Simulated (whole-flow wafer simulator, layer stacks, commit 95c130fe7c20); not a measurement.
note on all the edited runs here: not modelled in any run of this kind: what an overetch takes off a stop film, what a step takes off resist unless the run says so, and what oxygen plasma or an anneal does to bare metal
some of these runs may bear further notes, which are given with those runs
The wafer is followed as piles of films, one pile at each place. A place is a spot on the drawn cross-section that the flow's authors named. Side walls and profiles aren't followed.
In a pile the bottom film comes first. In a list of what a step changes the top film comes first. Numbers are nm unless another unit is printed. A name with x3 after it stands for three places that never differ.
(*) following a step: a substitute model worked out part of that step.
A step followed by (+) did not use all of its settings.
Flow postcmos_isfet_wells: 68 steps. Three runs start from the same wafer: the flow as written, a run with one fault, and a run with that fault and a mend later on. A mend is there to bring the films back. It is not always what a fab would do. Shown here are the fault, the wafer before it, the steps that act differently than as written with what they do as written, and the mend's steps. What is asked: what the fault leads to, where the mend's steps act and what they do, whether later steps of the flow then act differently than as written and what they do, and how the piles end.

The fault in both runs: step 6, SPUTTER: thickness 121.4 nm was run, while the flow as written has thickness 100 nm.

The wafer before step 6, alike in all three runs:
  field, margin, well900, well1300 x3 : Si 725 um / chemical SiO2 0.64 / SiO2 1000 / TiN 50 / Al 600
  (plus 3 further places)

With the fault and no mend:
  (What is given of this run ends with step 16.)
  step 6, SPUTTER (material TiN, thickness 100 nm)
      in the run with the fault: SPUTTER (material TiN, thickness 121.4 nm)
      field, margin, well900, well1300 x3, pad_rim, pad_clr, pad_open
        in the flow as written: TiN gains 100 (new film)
        in the run with the fault: TiN gains 121.4 (new film)
  Later steps of the flow acting differently than as written:
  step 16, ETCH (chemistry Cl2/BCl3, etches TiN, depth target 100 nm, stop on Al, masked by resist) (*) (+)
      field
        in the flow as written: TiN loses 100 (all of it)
        in the run with the fault: TiN loses 100
  Once step 16 is done, the piles at field, margin, well900, well1300 x3, pad_rim, pad_clr, pad_open depart from the flow's by more than 2% or 0.5 nm, whichever is larger.
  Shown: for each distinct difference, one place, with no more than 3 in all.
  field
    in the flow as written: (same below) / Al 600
    in the run with the fault: (same below) / Al 600 / TiN 21.4
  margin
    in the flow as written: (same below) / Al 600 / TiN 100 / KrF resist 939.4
    in the run with the fault: (same below) / Al 600 / TiN 121.4 / KrF resist 939.4

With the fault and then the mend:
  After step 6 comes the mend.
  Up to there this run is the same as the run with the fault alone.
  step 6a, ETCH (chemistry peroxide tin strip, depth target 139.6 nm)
      field, margin, well900, well1300 x3, pad_rim, pad_clr, pad_open
        TiN loses 121.4 (all of it)
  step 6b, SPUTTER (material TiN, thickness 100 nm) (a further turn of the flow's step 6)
      field, margin, well900, well1300 x3, pad_rim, pad_clr, pad_open
        TiN gains 100 (new film)
  Every later step of the flow that is run acts as written at every place that is followed.
  By the end, the piles equal the flow's at every place that both follow.
